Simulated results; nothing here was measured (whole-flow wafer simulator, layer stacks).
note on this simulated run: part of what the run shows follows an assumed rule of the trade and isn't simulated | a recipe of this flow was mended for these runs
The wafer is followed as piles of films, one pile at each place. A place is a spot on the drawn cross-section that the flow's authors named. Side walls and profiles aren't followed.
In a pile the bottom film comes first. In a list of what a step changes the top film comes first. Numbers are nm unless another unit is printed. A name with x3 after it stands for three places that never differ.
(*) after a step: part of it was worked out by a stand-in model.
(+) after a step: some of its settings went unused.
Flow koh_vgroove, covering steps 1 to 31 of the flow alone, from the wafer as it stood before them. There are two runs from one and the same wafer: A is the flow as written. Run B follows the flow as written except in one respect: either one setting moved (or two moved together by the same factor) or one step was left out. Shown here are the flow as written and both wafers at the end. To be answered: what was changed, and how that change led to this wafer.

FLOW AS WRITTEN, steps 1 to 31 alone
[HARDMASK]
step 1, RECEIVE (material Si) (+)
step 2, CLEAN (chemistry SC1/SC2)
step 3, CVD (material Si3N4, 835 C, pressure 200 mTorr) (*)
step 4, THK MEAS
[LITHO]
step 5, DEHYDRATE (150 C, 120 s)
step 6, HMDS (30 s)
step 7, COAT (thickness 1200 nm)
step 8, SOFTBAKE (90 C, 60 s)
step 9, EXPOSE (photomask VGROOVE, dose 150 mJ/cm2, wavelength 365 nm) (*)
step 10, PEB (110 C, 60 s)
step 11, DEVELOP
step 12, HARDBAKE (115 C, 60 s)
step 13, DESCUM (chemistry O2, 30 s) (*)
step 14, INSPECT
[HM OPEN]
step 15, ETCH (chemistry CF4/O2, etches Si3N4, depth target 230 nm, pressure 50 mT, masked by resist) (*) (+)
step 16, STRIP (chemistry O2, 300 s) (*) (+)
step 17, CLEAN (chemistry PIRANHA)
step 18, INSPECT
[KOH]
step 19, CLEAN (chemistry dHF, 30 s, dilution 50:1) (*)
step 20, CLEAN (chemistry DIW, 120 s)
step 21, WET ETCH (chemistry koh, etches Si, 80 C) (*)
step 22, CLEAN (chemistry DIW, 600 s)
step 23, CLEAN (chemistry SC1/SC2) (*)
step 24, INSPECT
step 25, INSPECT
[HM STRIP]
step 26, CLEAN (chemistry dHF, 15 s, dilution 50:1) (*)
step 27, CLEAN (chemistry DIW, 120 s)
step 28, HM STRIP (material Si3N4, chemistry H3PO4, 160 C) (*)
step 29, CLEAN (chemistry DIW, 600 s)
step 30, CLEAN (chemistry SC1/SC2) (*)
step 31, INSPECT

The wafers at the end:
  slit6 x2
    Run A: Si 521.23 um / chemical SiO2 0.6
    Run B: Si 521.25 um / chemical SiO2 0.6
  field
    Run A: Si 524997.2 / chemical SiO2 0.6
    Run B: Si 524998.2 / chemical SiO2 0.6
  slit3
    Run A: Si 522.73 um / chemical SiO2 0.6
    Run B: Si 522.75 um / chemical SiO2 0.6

The reason: step 3, CVD: pressure 250 mTorr was run, while the flow as written has pressure 200 mTorr.

Step by step, how the change led to this:
  step 3, CVD (material Si3N4, 835 C, pressure 200 mTorr) (*)
      field, slit3, slit2, slit6 x2: A +200 Si3N4 (new film) | B +220.3 Si3N4 (new film)
  step 15, ETCH (chemistry CF4/O2, etches Si3N4, depth target 230 nm, pressure 50 mT, masked by resist) (*) (+)
      slit3, slit2, slit6 x2: A -200 Si3N4 (all of it), -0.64 chemical SiO2 (all of it), -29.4 Si | B -220.3 Si3N4 (all of it), -0.64 chemical SiO2 (all of it), -9.07 Si
  step 28, HM STRIP (material Si3N4, chemistry H3PO4, 160 C) (*)
      field: A -198.7 Si3N4 (all of it), -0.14 chemical SiO2, -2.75 Si | B -219 Si3N4 (all of it), -0.14 chemical SiO2, -1.74 Si
